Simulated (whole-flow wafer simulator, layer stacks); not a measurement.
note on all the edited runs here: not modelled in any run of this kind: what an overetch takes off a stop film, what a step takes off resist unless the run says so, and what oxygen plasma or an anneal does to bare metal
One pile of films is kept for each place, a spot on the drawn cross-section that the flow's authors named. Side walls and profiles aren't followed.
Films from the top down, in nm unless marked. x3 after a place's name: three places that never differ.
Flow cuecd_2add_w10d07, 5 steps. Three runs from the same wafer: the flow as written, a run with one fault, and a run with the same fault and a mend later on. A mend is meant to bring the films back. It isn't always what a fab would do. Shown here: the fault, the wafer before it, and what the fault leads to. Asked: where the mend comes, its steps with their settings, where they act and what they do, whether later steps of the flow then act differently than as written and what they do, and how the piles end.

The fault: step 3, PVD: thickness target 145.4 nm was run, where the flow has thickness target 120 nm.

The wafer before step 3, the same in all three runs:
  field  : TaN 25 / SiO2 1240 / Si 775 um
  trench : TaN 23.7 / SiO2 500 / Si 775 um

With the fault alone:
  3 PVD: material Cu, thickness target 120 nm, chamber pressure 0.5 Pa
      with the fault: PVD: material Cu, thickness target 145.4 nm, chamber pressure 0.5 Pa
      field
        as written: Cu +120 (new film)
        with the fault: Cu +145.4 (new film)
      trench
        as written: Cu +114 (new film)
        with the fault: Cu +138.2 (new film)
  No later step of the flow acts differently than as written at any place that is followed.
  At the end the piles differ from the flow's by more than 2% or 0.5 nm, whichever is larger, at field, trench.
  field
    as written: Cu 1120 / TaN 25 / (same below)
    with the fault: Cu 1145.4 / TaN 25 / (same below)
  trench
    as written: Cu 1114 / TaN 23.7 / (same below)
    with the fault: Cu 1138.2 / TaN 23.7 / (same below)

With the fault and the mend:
  The mend comes after step 3.
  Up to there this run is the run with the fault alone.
  3a ETCH: chemistry cu recess dil, depth target 167.3 nm
      field
        Cu -145.4 (all of it)
      trench
        Cu -138.2 (all of it)
  3b PVD: material Cu, thickness target 120 nm, chamber pressure 0.5 Pa (the flow's step 3 once more)
      field
        Cu +120 (new film)
      trench
        Cu +114 (new film)
  No later step of the flow acts differently than as written at any place that is followed.
  At the end the piles are the same as the flow's at every place that both follow.
